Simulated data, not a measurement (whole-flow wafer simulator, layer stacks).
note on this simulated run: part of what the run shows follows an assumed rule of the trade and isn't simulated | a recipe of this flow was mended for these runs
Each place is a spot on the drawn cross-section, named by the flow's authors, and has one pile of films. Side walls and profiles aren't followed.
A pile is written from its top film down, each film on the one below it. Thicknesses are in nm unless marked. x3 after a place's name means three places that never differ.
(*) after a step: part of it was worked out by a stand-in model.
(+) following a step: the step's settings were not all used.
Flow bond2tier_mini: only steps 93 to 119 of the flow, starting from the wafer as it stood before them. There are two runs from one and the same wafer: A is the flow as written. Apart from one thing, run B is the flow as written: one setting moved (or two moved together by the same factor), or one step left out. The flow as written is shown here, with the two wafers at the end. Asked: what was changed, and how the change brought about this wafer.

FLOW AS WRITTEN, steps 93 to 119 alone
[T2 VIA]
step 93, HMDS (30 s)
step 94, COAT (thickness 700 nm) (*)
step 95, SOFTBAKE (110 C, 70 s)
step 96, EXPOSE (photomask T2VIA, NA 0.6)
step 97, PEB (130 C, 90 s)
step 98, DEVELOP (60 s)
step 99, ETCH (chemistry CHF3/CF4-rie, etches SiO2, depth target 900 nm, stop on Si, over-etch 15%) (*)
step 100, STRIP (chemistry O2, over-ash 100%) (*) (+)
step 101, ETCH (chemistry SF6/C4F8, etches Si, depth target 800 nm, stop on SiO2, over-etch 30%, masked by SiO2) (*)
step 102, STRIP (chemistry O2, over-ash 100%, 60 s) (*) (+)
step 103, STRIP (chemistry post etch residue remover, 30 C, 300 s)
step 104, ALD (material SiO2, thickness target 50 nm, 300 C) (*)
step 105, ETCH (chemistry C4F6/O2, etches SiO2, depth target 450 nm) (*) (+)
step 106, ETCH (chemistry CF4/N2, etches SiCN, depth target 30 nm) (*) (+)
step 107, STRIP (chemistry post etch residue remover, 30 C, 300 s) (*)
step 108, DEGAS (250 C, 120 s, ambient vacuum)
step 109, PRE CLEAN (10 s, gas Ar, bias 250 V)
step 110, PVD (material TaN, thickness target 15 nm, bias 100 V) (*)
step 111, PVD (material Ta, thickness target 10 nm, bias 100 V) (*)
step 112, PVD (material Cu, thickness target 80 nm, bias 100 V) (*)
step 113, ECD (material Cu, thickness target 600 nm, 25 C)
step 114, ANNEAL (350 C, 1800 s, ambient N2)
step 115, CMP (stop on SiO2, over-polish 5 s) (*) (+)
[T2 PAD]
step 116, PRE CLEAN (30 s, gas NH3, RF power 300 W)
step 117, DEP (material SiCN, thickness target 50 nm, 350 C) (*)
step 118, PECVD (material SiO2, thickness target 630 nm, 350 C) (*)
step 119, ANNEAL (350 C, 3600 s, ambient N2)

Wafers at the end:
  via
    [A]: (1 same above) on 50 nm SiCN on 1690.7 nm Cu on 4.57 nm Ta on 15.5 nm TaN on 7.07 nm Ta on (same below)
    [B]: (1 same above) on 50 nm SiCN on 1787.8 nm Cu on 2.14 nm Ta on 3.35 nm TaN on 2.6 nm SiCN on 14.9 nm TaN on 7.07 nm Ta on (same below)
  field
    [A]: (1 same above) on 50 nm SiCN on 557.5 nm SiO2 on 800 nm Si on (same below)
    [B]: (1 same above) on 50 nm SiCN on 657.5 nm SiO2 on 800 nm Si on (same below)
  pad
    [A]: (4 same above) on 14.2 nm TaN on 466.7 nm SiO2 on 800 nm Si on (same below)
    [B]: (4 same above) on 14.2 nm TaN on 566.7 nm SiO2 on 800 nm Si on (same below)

The reason: step 104, ALD: thickness target 150 nm was run, whereas the flow has thickness target 50 nm.

How this came from the change, step by step:
  step 104, ALD (material SiO2, thickness target 50 nm, 300 C) (*)
      field, pad, via: A SiO2 gains 50 | B SiO2 gains 150
  step 105, ETCH (chemistry C4F6/O2, etches SiO2, depth target 450 nm) (*) (+)
      via: A SiO2 loses 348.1 (all of it), SiCN loses 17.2 | B SiO2 loses 448.1 (all of it), SiCN loses 0.31
  step 106, ETCH (chemistry CF4/N2, etches SiCN, depth target 30 nm) (*) (+)
      via: A SiCN loses 17.6 (all of it), TaN loses 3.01 | B SiCN loses 30
  step 109, PRE CLEAN (10 s, gas Ar, bias 250 V)
      via: A TaN loses 3.19 | B SiCN loses 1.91
  step 110, PVD (material TaN, thickness target 15 nm, bias 100 V) (*)
      via: A TaN gains 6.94 | B TaN gains 3.35 (new film)
  step 111, PVD (material Ta, thickness target 10 nm, bias 100 V) (*)
      via: A Ta gains 4.57 (new film) | B Ta gains 2.14 (new film)
  step 112, PVD (material Cu, thickness target 80 nm, bias 100 V) (*)
      via: A Cu gains 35 (new film) | B Cu gains 14 (new film)
  step 113, ECD (material Cu, thickness target 600 nm, 25 C)
      via: A Cu gains 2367 | B Cu gains 2485.1
With metal films that touch counted as one body, via has 2 bodies (between them, from the top down: SiCN 2.6); the flow as written gives 1 body.
